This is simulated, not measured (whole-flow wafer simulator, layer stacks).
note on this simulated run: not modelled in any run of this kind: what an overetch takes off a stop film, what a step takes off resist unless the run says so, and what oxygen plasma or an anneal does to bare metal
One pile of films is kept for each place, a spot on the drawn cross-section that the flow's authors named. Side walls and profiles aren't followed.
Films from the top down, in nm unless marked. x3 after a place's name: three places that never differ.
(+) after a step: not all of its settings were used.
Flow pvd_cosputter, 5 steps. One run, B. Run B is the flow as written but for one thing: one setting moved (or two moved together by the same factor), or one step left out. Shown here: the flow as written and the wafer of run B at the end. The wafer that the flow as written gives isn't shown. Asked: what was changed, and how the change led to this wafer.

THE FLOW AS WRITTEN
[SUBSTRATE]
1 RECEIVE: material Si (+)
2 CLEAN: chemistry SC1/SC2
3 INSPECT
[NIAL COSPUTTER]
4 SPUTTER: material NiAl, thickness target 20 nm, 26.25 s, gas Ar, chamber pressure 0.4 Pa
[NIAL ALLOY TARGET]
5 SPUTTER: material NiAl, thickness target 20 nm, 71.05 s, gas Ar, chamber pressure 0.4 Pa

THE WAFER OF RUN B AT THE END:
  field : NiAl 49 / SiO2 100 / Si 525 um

The cause: step 4, SPUTTER: thickness target 29 nm was run, where the flow has thickness target 20 nm.

How the change led to this, step by step:
  4 SPUTTER: material NiAl, thickness target 20 nm, 26.25 s, gas Ar, chamber pressure 0.4 Pa
      field: NiAl +29 (new film) (as written it would be: NiAl +20 (new film))
